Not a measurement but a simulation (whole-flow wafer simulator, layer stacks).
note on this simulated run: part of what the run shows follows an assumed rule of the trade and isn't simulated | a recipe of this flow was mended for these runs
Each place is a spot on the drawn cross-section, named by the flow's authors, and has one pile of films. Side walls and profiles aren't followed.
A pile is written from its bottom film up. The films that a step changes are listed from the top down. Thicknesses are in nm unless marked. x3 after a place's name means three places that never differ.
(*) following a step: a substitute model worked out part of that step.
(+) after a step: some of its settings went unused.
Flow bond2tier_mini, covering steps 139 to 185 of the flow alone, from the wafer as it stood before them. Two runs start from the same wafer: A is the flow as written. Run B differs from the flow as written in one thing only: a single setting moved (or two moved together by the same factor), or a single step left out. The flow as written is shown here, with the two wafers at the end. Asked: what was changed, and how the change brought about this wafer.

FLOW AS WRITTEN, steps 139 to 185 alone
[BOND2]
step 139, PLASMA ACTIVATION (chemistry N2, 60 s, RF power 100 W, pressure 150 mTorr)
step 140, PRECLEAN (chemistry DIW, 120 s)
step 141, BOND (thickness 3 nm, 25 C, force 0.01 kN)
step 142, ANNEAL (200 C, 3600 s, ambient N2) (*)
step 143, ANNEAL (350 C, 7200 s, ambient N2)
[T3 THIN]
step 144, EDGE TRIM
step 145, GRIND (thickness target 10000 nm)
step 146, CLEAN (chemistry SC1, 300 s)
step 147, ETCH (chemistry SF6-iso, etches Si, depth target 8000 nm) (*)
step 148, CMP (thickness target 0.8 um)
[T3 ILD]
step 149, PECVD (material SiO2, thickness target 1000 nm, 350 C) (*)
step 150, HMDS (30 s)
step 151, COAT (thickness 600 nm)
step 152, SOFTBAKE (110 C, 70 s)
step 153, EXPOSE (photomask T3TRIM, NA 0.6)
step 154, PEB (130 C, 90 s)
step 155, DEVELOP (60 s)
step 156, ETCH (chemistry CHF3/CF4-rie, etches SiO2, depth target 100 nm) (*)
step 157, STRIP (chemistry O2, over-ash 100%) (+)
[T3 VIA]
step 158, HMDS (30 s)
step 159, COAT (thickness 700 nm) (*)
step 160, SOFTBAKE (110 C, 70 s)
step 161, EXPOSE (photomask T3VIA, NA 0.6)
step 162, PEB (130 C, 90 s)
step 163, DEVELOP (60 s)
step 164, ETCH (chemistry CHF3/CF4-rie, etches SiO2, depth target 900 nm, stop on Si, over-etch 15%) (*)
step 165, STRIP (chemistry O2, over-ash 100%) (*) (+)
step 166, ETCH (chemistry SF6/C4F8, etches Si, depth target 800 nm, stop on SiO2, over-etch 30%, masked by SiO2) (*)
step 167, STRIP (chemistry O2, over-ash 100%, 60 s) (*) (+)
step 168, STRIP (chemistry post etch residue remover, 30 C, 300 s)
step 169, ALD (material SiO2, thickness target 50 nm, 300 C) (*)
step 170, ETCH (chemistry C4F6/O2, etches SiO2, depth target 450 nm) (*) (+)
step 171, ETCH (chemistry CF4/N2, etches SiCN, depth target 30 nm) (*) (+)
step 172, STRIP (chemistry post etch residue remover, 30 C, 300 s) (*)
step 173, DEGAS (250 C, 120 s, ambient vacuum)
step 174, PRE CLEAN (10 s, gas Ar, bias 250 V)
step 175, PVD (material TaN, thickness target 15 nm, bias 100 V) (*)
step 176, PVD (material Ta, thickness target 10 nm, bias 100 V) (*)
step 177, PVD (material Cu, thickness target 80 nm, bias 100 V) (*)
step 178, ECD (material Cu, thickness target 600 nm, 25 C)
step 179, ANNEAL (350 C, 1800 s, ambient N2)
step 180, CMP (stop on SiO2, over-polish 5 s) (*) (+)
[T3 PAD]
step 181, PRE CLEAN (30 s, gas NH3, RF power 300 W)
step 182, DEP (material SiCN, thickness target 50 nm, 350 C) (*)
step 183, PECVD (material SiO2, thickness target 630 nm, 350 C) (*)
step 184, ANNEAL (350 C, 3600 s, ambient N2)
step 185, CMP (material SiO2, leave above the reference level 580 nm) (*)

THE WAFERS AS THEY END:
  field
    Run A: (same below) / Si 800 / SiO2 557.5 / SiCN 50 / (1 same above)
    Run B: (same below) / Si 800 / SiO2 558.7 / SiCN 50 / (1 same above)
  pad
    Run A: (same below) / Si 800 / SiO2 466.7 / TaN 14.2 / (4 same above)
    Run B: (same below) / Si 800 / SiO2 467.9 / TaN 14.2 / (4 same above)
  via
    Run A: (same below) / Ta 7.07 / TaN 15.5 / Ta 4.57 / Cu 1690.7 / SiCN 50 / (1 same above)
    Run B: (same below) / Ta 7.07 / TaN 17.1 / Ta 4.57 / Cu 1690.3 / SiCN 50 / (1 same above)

What caused this: step 174, PRE CLEAN: 6 s was run, while the flow as written has 10 s.

Step by step, how the change led to this:
  step 174, PRE CLEAN (10 s, gas Ar, bias 250 V)
      field, pad: A -3 SiO2 | B -1.8 SiO2
      via: A -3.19 TaN | B -1.64 TaN
